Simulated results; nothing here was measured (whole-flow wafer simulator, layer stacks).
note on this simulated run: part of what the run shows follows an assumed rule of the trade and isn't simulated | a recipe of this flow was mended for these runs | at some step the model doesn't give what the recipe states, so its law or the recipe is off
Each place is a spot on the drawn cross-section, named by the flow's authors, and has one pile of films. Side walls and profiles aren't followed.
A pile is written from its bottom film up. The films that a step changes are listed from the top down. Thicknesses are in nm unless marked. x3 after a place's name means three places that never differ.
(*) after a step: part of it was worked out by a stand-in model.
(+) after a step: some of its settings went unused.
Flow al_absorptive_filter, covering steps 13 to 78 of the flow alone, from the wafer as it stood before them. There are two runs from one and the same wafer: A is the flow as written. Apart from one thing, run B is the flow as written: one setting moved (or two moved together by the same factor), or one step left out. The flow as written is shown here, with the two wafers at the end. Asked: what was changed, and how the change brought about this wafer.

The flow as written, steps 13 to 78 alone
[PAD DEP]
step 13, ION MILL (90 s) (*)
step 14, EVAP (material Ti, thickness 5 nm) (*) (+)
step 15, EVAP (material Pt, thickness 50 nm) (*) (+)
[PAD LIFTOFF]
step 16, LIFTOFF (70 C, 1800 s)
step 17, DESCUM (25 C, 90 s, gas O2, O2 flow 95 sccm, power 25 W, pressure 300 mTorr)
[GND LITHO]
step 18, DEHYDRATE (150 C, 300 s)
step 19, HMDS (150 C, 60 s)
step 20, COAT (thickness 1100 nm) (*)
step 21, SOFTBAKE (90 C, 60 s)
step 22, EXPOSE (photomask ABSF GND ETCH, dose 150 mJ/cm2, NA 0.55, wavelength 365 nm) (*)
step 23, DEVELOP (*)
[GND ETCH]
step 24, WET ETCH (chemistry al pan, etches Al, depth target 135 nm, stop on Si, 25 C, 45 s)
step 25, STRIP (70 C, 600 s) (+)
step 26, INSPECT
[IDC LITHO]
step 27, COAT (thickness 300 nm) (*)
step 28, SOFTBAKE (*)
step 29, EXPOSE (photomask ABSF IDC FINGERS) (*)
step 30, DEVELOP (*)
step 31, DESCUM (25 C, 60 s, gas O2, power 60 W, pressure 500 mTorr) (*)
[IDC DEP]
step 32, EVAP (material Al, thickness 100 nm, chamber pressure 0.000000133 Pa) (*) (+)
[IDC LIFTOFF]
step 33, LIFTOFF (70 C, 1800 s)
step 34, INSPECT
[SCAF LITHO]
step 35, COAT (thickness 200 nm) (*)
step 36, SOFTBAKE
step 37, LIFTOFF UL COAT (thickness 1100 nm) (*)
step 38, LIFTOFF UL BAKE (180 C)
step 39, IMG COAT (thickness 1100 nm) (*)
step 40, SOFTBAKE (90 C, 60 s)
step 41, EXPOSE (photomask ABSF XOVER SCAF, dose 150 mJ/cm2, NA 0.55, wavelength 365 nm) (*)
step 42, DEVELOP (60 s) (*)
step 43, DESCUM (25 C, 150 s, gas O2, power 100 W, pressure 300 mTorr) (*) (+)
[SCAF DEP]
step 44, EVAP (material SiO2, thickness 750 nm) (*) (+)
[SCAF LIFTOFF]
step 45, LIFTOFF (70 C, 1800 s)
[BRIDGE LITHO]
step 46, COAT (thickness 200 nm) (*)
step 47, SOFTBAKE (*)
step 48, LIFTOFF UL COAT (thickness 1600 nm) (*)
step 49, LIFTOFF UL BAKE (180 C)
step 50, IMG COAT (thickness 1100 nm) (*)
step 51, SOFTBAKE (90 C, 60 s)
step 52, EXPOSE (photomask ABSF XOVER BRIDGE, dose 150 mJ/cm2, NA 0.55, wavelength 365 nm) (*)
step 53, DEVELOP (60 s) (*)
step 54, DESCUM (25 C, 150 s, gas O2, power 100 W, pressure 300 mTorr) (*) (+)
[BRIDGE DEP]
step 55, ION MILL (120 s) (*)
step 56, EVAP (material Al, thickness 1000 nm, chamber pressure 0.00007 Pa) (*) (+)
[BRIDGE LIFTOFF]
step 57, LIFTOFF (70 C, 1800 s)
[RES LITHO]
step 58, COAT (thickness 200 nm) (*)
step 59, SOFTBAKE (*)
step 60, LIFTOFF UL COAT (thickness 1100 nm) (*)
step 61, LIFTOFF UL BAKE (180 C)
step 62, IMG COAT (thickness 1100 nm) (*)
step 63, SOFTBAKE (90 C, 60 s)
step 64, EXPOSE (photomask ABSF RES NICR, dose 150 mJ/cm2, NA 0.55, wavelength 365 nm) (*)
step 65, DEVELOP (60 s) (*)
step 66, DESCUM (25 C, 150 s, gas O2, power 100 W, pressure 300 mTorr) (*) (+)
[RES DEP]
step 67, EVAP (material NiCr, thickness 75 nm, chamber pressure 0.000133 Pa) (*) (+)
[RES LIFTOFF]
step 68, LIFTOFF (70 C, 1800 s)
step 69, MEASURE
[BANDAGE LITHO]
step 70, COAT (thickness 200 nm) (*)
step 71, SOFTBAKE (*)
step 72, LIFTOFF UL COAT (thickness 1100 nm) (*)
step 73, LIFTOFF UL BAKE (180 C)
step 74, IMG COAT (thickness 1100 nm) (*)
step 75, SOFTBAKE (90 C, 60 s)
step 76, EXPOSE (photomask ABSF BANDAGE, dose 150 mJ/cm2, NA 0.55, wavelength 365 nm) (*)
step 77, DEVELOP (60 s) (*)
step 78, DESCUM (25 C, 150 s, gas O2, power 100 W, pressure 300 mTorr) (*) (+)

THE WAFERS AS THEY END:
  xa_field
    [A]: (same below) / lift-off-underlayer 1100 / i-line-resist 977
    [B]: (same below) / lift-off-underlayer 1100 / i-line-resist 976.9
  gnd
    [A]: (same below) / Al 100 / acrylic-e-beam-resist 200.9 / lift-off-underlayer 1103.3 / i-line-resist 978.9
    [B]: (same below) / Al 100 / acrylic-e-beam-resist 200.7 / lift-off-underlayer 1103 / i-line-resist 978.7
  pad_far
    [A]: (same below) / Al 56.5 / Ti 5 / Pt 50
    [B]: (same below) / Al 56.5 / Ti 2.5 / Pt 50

The reason: step 14, EVAP: thickness 2.5 nm was run, though the flow has thickness 5 nm.
The wafer lets one read it off: pad_far has Ti 2.5, and step 14 as written asks for 5 nm.

Step by step, how the change led to this:
  step 14, EVAP (material Ti, thickness 5 nm) (*) (+)
      gnd, pad_far, pad_near and 11 more: A +5 Ti (new film) | B +2.5 Ti (new film)
  step 16, LIFTOFF (70 C, 1800 s)
      gnd, ledge, res and 9 more: A -50 Pt (all of it), -5 Ti (all of it), -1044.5 i-line-resist (all of it), -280 lift-off-underlayer (all of it) | B -50 Pt (all of it), -2.5 Ti (all of it), -1044.5 i-line-resist (all of it), -280 lift-off-underlayer (all of it)
